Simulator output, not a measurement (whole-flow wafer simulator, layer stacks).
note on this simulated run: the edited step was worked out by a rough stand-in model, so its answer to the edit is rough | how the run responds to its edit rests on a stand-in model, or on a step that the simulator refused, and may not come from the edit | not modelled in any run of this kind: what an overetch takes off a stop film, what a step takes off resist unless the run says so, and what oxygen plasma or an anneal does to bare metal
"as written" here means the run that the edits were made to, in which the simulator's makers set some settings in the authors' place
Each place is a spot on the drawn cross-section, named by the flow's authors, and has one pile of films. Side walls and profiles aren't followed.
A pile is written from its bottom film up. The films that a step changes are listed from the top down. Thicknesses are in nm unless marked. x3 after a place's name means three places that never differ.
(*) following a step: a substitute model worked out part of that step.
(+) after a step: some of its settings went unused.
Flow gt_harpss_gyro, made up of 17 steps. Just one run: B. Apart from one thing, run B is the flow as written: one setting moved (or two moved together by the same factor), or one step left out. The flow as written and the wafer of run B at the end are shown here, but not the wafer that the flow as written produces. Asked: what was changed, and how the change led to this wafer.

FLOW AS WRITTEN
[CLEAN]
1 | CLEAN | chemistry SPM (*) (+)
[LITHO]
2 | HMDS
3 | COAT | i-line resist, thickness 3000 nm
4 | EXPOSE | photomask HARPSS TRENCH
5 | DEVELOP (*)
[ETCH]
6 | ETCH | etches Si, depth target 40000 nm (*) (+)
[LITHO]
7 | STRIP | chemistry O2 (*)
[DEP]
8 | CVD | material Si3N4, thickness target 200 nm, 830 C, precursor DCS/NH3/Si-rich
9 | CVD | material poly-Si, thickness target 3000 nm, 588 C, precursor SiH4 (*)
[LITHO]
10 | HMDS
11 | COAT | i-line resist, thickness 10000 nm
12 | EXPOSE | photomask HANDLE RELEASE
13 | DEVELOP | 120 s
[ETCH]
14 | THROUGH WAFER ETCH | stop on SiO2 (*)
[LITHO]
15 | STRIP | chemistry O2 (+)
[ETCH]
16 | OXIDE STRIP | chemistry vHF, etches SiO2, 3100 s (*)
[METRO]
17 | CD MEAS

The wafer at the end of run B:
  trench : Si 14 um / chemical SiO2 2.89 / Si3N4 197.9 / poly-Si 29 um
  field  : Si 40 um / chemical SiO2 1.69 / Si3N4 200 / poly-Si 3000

The reason: step 6, ETCH: depth target 26000 nm was run, though the flow has depth target 40000 nm.

The path from the change to this, step by step:
  6 | ETCH | etches Si, depth target 40000 nm (*) (+)
      trench: chemical SiO2 loses 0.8 (all of it), Si loses 26 um (it would be, as written: chemical SiO2 loses 0.8 (all of it), Si loses 40 um (all of it))
      field: i-line resist loses 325 (it would be, as written: i-line resist loses 500)
  7 | STRIP | chemistry O2 (*)
      trench: chemical SiO2 gains 2.89 (new film), Si loses 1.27 (it would be, as written: nothing)
      field: i-line resist loses 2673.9 (all of it), chemical SiO2 gains 0.89, Si loses 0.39 (it would be, as written: i-line resist loses 2498.9 (all of it), chemical SiO2 gains 0.87, Si loses 0.38)
  9 | CVD | material poly-Si, thickness target 3000 nm, 588 C, precursor SiH4 (*)
      trench: poly-Si gains 29 um (new film) (it would be, as written: poly-Si gains 43.01 um (new film))
